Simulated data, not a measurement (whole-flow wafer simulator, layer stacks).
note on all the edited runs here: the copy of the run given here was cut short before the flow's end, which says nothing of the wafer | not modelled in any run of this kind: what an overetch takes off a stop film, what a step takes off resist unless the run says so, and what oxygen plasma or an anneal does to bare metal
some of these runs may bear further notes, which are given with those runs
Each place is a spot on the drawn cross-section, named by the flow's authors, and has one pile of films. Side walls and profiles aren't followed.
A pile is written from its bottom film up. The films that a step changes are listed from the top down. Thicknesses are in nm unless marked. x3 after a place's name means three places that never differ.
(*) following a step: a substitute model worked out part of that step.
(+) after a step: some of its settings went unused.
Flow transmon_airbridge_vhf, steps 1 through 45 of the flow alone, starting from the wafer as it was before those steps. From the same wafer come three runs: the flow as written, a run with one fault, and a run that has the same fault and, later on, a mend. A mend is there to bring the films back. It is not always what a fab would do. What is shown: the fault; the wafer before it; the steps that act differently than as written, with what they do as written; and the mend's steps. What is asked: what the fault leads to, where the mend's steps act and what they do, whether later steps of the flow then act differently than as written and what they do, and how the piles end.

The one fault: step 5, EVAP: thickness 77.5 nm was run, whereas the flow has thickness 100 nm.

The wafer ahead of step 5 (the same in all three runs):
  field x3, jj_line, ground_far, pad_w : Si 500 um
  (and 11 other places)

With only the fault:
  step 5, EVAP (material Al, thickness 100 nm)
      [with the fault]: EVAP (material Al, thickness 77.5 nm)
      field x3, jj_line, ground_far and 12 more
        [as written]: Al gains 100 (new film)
        [with the fault]: Al gains 77.5 (new film)
  Steps further on in the flow that do not act as written (not shown: 19 more steps that differ only slightly, by at most 2% or 0.5 nm, whichever is larger):
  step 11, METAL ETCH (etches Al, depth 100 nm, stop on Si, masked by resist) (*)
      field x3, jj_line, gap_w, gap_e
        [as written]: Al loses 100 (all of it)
        [with the fault]: Al loses 77.5 (all of it)
  By the end, the piles at ground_far, pad_w, flank_w and 8 more depart from the flow's by more than 2% or 0.5 nm, whichever is larger.
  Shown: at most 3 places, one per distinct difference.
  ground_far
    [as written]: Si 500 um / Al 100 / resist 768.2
    [with the fault]: Si 500 um / Al 77.5 / resist 768.2
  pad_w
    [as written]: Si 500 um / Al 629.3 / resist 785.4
    [with the fault]: Si 500 um / Al 606.8 / resist 785.8
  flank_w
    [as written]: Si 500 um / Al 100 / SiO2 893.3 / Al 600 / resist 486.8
    [with the fault]: Si 500 um / Al 77.5 / SiO2 893.2 / Al 600 / resist 490.2

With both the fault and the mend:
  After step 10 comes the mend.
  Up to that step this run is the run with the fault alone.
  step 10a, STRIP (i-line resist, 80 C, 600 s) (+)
      ground_far, pad_w, flank_w and 8 more
        i-line resist loses 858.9 (all of it)
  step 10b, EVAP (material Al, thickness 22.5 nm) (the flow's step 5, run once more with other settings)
      field x3, jj_line, ground_far and 12 more
        Al gains 22.5
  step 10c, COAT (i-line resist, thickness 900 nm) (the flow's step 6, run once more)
      field x3, jj_line, ground_far and 12 more
        i-line resist gains 900 (new film)
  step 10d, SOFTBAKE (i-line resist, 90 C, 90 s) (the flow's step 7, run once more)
      alters no film at any place that is followed
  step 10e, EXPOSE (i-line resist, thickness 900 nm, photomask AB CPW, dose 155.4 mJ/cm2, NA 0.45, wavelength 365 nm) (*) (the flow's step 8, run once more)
      alters no film at any place that is followed
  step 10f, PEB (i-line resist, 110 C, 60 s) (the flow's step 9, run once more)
      field x3, jj_line, ground_far and 12 more
        i-line resist loses 41
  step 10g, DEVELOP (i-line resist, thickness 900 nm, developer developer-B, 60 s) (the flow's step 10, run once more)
      ground_far, pad_w, flank_w and 8 more
        i-line resist loses 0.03
      field x3, jj_line, gap_w, gap_e
        i-line resist loses 859 (all of it)
  None of the later steps of the flow acts differently than as written at any place that is followed.
  The piles end the same as the flow's at every place that both follow.
